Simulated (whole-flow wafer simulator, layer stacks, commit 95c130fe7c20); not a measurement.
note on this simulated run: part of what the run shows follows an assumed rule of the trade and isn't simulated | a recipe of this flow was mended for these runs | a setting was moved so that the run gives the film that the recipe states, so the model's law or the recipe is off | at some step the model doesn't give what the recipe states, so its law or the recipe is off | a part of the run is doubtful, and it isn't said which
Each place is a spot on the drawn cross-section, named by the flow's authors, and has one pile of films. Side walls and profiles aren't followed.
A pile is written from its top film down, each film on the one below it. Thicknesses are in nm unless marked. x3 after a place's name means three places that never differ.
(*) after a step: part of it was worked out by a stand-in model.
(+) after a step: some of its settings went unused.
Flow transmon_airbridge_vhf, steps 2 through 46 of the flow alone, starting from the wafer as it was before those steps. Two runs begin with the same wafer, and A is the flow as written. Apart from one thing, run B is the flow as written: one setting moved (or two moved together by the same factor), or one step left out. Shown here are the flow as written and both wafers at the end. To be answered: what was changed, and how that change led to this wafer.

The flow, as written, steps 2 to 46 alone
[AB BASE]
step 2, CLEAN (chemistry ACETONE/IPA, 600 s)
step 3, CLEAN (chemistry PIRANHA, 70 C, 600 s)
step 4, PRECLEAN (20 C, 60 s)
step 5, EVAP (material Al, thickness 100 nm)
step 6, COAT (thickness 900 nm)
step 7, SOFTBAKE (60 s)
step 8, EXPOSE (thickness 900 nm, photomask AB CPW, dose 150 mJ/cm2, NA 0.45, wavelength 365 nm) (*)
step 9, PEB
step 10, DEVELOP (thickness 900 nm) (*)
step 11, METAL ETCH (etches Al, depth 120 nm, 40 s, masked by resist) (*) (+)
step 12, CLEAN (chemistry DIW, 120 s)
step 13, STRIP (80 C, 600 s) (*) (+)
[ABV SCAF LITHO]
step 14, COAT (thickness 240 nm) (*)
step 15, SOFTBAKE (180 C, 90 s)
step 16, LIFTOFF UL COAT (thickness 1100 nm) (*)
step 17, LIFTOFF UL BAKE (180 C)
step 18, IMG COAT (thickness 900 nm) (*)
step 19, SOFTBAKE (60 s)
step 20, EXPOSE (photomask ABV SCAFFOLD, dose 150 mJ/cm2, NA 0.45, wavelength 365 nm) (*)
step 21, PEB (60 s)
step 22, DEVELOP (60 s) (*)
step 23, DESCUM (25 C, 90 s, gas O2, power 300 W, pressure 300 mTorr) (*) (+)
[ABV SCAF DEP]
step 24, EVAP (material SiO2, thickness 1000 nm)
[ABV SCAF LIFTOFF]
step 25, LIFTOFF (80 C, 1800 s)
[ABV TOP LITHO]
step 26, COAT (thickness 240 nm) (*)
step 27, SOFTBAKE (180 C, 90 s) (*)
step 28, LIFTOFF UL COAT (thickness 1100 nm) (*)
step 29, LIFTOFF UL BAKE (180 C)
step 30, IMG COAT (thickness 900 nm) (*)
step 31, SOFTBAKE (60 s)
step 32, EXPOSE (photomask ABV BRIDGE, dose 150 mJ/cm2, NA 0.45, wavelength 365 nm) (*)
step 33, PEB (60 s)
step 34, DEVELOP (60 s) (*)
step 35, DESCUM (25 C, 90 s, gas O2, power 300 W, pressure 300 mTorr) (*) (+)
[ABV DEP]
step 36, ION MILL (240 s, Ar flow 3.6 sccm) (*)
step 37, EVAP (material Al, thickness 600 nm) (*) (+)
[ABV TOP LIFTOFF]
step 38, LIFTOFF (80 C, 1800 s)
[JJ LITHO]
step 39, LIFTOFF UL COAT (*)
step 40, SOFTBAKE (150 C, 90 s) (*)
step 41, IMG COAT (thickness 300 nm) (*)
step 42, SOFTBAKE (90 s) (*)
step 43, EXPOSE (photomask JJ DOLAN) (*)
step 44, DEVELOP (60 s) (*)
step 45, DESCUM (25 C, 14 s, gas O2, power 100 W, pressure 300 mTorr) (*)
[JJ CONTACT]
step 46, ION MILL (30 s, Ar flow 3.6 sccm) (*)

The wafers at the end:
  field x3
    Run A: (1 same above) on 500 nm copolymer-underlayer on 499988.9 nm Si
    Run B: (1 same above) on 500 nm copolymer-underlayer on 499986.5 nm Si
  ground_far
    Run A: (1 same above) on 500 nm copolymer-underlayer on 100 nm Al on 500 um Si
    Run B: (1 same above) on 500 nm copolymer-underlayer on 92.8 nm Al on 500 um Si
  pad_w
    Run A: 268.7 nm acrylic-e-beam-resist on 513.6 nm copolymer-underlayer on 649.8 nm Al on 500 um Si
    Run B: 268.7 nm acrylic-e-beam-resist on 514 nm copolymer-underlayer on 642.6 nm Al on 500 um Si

The reason: step 5, EVAP: thickness 92.8 nm was run, though the flow has thickness 100 nm.
One can read it off the wafer: ground_far has Al 92.8, and step 5 as written asks for 100 nm.

How this came from the change, step by step:
  step 5, EVAP (material Al, thickness 100 nm)
      field x3, jj_line, ground_far and 12 more: A +100 Al (new film) | B +92.8 Al (new film)
  step 11, METAL ETCH (etches Al, depth 120 nm, 40 s, masked by resist) (*) (+)
      field x3, jj_line, gap_w, gap_e: A -86.7 Al (all of it), -11.1 Si | B -79.5 Al (all of it), -13.5 Si
